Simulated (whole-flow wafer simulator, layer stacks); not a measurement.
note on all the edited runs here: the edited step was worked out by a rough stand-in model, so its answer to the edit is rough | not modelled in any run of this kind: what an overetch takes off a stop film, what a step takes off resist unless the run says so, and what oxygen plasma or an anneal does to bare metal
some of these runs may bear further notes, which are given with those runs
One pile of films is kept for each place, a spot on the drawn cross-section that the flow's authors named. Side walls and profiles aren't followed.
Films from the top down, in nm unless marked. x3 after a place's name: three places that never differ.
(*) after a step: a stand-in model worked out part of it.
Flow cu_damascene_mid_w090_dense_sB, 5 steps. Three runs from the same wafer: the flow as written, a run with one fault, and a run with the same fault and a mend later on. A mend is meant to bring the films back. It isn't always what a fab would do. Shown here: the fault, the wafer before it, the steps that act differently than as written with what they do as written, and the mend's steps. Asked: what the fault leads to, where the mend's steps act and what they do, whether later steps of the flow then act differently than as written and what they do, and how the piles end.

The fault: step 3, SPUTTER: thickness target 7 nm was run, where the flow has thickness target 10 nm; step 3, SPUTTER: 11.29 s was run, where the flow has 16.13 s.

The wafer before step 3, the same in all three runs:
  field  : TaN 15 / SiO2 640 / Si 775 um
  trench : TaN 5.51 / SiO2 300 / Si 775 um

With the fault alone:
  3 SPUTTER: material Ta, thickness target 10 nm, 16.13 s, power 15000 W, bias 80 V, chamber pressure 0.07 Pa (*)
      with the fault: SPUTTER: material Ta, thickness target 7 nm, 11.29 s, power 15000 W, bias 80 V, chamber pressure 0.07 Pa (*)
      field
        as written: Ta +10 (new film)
        with the fault: Ta +7 (new film)
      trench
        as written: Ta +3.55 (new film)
        with the fault: Ta +2.48 (new film)
  No later step of the flow acts differently than as written, at any place that is followed, by more than 2% or 0.5 nm, whichever is larger.
  At the end the piles differ from the flow's by more than 2% or 0.5 nm, whichever is larger, at field, trench.
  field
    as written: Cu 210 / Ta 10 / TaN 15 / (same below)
    with the fault: Cu 210 / Ta 7 / TaN 15 / (same below)
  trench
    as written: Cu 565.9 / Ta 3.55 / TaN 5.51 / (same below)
    with the fault: Cu 564 / Ta 2.48 / TaN 5.51 / (same below)

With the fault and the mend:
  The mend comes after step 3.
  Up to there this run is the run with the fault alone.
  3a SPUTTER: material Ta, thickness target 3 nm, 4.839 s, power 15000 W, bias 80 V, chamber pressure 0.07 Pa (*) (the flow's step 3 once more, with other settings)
      field
        Ta +3
      trench
        Ta +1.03
  No later step of the flow acts differently than as written at any place that is followed.
  At the end the piles differ from the flow's only slightly at the places that both follow, by at most 2% or 0.5 nm, whichever is larger.
